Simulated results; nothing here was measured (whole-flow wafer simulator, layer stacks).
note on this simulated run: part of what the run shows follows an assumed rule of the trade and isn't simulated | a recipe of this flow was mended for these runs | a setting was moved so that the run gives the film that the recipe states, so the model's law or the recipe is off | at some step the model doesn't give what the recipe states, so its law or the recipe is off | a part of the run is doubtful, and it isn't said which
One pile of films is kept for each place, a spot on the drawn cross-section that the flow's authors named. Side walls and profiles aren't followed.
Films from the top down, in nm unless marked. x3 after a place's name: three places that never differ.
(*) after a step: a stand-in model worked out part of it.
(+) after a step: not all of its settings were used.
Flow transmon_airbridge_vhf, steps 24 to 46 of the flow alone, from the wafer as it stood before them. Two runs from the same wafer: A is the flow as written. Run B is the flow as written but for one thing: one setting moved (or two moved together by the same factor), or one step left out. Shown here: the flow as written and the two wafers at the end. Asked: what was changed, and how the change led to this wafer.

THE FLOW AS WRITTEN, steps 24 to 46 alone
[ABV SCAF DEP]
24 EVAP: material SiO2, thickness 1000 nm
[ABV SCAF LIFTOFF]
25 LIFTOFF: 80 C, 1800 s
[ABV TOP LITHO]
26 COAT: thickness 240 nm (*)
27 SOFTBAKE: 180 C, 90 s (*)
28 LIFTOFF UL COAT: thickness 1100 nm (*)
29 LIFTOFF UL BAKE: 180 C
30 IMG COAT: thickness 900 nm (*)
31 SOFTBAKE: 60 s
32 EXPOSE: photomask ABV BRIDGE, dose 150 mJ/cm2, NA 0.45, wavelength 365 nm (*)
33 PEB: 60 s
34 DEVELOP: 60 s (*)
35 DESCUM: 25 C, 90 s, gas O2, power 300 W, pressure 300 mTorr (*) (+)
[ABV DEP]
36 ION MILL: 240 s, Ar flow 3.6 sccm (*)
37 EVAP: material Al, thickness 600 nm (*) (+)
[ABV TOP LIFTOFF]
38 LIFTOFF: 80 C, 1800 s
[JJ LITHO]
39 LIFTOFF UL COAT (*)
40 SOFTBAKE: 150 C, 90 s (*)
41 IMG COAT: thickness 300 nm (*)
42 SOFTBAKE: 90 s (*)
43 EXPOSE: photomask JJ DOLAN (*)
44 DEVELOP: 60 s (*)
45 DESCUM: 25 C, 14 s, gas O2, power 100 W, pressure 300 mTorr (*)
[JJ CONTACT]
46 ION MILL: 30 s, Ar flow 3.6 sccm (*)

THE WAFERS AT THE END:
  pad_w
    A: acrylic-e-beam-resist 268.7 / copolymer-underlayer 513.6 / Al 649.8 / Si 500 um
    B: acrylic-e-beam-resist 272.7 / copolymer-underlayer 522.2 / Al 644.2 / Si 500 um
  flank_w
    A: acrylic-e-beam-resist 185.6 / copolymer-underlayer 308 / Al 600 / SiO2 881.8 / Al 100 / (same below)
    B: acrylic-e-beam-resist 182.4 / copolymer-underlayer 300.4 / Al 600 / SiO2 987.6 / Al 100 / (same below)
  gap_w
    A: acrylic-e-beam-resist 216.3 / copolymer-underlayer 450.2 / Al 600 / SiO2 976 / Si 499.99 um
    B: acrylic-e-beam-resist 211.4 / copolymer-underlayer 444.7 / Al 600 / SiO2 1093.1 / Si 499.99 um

The cause: step 24, EVAP: thickness 1120 nm was run, where the flow has thickness 1000 nm; step 36, ION MILL: 269 s was run, where the flow has 240 s.

How the change led to this, step by step:
  24 EVAP: material SiO2, thickness 1000 nm
      field x3, jj_line, ground_far and 10 more: A SiO2 +1000 (new film) | B SiO2 +1120 (new film)
      flank_w, flank_e: A SiO2 +905.8 (new film) | B SiO2 +1014.5 (new film)
  25 LIFTOFF: 80 C, 1800 s
      field x3, jj_line, trace_open_s x2: A SiO2 -1000 (all of it), i-line-resist -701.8 (all of it), lift-off-underlayer -1100 (all of it), acrylic-e-beam-resist -240 (all of it) | B SiO2 -1120 (all of it), i-line-resist -701.8 (all of it), lift-off-underlayer -1100 (all of it), acrylic-e-beam-resist -240 (all of it)
      pad_w, pad_e: A SiO2 -1000 (all of it), i-line-resist -696.3 (all of it), lift-off-underlayer -1089.9 (all of it), acrylic-e-beam-resist -239.3 (all of it) | B SiO2 -1120 (all of it), i-line-resist -696.3 (all of it), lift-off-underlayer -1089.9 (all of it), acrylic-e-beam-resist -239.3 (all of it)
      (and at 1 more place)
  26 COAT: thickness 240 nm (*)
      flank_w, flank_e: A acrylic-e-beam-resist +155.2 (new film) | B acrylic-e-beam-resist +151.8 (new film)
      gap_w, gap_e: A acrylic-e-beam-resist +211.2 (new film) | B acrylic-e-beam-resist +205.9 (new film)
      (and at 5 more places)
  28 LIFTOFF UL COAT: thickness 1100 nm (*)
      margin_s, margin_n: A lift-off-underlayer +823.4 (new film) | B lift-off-underlayer +796.1 (new film)
      flank_w: A lift-off-underlayer +832.3 (new film) | B lift-off-underlayer +805.5 (new film)
      (and at 2 more places)
  30 IMG COAT: thickness 900 nm (*)
      gap_w, gap_e: A i-line-resist +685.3 (new film) | B i-line-resist +656.5 (new film)
      margin_s, margin_n: A i-line-resist +603.2 (new film) | B i-line-resist +565.1 (new film)
      (and at 4 more places)
  33 PEB: 60 s
      flank_w, flank_e: A i-line-resist -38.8 | B i-line-resist -37.5
      gap_w, gap_e: A i-line-resist -35 | B i-line-resist -33.5
      (and at 4 more places)
  34 DEVELOP: 60 s (*)
      gap_w, gap_e: A i-line-resist -650.2 (all of it), lift-off-underlayer -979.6 (all of it) | B i-line-resist -622.9 (all of it), lift-off-underlayer -963.2 (all of it)
      flank_w: A i-line-resist -716.4 (all of it), lift-off-underlayer -832.3 (all of it) | B i-line-resist -694.2 (all of it), lift-off-underlayer -805.5 (all of it)
      (and at 3 more places)
  35 DESCUM: 25 C, 90 s, gas O2, power 300 W, pressure 300 mTorr (*) (+)
      flank_w, flank_e: A acrylic-e-beam-resist -155.2 (all of it) | B acrylic-e-beam-resist -151.8 (all of it)
      gap_w, gap_e: A acrylic-e-beam-resist -211.2 (all of it) | B acrylic-e-beam-resist -205.9 (all of it)
      (and at 3 more places)
  36 ION MILL: 240 s, Ar flow 3.6 sccm (*)
      field x3, jj_line, ground_far, trace_open_s x2, margin_s, margin_n: A i-line-resist -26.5 | B i-line-resist -29.7
      flank_w, gap_w, cpw_trace, gap_e, flank_e, bridge_strip: A SiO2 -24 | B SiO2 -26.9
      (and at 2 more places)
  38 LIFTOFF: 80 C, 1800 s
      margin_s, margin_n: A Al -600 (all of it), i-line-resist -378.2 (all of it), lift-off-underlayer -823.4 (all of it), acrylic-e-beam-resist -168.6 (all of it) | B Al -600 (all of it), i-line-resist -336.2 (all of it), lift-off-underlayer -796.1 (all of it), acrylic-e-beam-resist -161.8 (all of it)
  39 LIFTOFF UL COAT (*)
      flank_w, flank_e: A copolymer-underlayer +308 (new film) | B copolymer-underlayer +300.4 (new film)
  41 IMG COAT: thickness 300 nm (*)
      margin_s, margin_n: A acrylic-e-beam-resist +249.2 (new film) | B acrylic-e-beam-resist +241.7 (new film)
      bridge_strip: A acrylic-e-beam-resist +196.8 (new film) | B acrylic-e-beam-resist +191.4 (new film)
